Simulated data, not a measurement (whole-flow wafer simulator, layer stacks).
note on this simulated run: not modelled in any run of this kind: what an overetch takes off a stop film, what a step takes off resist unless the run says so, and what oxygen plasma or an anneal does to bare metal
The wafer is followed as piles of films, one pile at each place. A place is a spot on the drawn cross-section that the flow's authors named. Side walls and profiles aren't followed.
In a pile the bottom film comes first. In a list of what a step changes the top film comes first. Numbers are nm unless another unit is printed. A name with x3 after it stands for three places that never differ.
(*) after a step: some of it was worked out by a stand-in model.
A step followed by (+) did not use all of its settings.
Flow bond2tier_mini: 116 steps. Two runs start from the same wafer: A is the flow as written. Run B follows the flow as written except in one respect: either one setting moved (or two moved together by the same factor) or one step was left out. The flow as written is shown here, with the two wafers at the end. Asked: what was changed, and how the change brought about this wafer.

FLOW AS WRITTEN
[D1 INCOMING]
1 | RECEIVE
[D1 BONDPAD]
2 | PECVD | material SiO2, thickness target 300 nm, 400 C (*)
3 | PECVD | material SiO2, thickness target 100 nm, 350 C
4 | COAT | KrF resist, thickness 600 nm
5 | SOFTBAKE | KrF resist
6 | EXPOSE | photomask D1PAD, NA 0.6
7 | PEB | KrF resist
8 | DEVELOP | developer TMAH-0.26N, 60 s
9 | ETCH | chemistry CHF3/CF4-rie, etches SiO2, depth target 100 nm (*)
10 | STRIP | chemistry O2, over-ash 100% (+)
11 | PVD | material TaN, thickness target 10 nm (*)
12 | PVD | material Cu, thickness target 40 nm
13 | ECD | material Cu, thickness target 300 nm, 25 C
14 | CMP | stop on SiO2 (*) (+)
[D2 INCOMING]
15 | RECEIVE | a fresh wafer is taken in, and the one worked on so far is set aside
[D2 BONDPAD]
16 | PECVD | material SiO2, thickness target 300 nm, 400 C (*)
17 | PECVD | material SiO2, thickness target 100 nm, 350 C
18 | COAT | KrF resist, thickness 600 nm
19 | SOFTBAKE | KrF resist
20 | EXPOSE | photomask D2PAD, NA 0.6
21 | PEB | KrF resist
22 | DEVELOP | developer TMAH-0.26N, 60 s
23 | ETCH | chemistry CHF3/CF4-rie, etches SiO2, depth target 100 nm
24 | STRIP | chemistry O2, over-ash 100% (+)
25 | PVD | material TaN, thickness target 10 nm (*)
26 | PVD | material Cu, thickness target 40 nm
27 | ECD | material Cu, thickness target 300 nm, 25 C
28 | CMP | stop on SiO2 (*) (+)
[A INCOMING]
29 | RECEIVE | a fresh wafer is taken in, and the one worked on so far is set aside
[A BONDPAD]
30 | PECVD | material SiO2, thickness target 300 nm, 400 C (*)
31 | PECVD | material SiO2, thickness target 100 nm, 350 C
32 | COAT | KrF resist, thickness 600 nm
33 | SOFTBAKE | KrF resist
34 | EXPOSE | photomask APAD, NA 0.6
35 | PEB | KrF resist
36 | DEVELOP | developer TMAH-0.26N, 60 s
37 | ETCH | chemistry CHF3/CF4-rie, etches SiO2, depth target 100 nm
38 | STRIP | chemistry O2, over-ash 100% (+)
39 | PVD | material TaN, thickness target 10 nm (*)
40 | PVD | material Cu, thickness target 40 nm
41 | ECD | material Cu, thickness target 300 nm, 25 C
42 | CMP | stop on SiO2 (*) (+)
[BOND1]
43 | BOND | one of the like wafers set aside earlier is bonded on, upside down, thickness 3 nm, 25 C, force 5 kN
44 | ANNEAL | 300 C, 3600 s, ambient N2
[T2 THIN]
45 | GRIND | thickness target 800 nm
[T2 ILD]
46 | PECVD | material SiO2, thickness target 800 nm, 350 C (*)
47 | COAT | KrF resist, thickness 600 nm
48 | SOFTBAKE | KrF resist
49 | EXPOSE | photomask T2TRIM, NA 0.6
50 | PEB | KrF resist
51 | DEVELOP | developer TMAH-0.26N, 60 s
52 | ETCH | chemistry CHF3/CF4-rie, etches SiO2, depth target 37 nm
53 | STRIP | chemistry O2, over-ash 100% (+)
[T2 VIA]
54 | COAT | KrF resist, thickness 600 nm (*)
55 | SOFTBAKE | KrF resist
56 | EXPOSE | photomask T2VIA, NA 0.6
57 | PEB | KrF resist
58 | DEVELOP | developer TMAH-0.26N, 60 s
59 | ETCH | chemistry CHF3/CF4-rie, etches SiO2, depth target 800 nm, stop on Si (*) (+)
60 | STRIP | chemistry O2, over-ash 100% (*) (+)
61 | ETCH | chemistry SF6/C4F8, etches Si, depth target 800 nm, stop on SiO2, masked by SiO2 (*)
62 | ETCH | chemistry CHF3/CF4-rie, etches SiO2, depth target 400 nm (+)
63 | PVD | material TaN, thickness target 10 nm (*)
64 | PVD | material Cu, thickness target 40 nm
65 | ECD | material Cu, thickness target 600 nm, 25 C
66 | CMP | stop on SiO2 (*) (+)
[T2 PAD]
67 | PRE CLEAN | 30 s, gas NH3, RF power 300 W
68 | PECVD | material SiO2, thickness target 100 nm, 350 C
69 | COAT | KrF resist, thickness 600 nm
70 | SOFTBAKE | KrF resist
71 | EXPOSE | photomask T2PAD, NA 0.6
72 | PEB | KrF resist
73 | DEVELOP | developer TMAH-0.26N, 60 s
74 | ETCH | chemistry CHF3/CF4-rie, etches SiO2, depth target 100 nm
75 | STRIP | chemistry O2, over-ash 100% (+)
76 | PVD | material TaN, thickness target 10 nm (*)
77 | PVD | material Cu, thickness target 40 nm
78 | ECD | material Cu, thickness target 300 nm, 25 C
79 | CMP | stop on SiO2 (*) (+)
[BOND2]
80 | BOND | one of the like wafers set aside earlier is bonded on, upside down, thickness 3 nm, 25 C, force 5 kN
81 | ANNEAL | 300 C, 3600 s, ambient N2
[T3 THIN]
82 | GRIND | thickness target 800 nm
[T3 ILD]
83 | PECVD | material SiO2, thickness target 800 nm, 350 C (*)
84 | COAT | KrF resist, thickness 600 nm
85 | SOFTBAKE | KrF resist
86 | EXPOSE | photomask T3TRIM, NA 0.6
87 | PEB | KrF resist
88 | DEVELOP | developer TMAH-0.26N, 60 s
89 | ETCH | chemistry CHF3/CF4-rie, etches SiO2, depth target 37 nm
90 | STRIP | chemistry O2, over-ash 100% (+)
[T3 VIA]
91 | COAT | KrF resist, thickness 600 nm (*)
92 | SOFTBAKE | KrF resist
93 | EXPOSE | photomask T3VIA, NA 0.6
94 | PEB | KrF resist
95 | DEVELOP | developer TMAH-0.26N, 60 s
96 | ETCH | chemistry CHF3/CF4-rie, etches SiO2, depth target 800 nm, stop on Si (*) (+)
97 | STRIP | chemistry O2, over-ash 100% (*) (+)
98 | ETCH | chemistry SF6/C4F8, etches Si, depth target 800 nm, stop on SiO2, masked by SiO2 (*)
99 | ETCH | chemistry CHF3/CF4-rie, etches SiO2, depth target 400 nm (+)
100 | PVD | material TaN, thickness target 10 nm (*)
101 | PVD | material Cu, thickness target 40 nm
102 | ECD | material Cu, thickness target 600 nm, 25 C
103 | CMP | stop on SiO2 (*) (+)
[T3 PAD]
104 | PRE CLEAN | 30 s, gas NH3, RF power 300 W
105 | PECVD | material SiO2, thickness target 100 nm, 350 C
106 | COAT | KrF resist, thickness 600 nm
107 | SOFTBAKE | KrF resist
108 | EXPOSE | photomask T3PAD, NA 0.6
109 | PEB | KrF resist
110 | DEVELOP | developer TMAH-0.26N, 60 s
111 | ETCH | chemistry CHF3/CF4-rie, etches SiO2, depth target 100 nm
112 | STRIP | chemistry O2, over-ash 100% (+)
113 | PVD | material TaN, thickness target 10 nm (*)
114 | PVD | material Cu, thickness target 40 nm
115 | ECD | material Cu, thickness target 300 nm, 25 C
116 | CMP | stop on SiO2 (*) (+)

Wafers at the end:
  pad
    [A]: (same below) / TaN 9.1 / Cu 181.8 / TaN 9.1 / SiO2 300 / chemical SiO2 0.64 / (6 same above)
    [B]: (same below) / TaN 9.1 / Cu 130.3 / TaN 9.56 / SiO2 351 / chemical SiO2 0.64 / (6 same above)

What caused this: step 23, ETCH: depth target 49 nm was run, though the flow has depth target 100 nm.

The path from the change to this, step by step:
  23 | ETCH | chemistry CHF3/CF4-rie, etches SiO2, depth target 100 nm
      pad, via: A -100 SiO2 | B -49 SiO2
      field: A -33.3 KrF resist | B -16.3 KrF resist
  24 | STRIP | chemistry O2, over-ash 100% (+)
      field: A -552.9 KrF resist (all of it) | B -569.9 KrF resist (all of it)
  26 | PVD | material Cu, thickness target 40 nm
      pad: A +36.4 Cu (new film) | B +38.2 Cu (new film)
  27 | ECD | material Cu, thickness target 300 nm, 25 C
      pad: A +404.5 Cu | B +351.2 Cu
      via: A +400.2 Cu | B +349 Cu
  80 | BOND | one of the like wafers set aside earlier is bonded on, upside down, thickness 3 nm, 25 C, force 5 kN
      pad: A +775 um Si (new film), +0.64 chemical SiO2 (new film), +300 SiO2 (new film), +9.1 TaN (new film), +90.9 Cu | B +775 um Si (new film), +0.64 chemical SiO2 (new film), +351 SiO2 (new film), +9.56 TaN (new film), +39.4 Cu
